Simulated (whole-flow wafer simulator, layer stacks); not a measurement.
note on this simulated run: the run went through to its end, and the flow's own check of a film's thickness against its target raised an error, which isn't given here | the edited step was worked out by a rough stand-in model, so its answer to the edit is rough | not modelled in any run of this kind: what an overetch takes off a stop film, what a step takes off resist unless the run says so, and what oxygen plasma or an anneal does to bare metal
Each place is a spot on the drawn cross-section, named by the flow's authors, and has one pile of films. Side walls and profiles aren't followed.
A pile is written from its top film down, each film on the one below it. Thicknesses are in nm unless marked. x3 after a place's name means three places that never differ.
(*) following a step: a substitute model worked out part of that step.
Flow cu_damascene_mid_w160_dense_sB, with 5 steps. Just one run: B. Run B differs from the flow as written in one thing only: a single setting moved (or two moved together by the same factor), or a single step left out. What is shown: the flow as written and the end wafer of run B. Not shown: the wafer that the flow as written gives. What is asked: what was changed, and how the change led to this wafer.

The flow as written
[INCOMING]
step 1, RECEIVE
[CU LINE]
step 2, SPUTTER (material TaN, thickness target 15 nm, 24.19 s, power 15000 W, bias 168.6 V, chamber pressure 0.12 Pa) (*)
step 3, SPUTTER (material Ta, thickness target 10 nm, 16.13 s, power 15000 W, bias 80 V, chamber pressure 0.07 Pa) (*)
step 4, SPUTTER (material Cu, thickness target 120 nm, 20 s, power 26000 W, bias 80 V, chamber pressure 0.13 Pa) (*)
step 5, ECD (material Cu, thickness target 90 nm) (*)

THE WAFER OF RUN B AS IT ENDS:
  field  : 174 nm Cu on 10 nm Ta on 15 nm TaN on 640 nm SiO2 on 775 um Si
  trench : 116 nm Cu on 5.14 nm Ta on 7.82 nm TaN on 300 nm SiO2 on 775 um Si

What caused this: step 5, ECD: thickness target 54 nm was run, though the flow has thickness target 90 nm.

The path from the change to this, step by step:
  step 5, ECD (material Cu, thickness target 90 nm) (*)
      field: Cu gains 54 (in the flow as written it would be: Cu gains 90)
      trench: Cu gains 54 (in the flow as written it would be: Cu gains 500)
